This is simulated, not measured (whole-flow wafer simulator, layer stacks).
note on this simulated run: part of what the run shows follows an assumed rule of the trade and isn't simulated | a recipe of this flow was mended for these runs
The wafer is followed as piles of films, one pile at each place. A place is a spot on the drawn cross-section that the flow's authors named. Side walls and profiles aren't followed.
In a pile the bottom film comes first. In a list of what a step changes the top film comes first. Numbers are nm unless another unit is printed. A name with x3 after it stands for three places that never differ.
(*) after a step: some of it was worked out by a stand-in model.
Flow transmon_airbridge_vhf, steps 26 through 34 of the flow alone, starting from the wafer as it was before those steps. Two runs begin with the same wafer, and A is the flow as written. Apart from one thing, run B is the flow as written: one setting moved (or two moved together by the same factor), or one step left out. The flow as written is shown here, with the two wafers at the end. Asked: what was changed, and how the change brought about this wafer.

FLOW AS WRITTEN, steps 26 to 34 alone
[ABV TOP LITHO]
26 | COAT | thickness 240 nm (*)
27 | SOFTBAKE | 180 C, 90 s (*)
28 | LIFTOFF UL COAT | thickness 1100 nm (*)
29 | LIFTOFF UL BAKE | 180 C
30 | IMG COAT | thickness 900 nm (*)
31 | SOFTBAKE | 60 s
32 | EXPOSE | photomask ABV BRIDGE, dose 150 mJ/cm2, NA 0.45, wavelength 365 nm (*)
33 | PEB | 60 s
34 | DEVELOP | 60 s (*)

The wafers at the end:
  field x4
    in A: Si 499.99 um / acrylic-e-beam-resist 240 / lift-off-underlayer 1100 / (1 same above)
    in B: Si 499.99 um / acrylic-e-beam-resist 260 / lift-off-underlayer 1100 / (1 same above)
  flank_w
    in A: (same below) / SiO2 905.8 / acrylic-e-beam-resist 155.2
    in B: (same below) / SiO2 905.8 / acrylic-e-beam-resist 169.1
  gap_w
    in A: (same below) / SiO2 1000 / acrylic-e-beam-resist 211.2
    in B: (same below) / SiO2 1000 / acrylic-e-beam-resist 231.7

The reason: step 26, COAT: thickness 260 nm was run, whereas the flow has thickness 240 nm.
One can read it off the wafer: field x4 has acrylic-e-beam-resist 260, and step 26 as written asks for 240 nm.

How this came from the change, step by step:
  26 | COAT | thickness 240 nm (*)
      field x4, trace_open_s x2: A +240 acrylic-e-beam-resist (new film) | B +260 acrylic-e-beam-resist (new film)
      flank_w, flank_e: A +155.2 acrylic-e-beam-resist (new film) | B +169.1 acrylic-e-beam-resist (new film)
      (as well as at 9 more places)
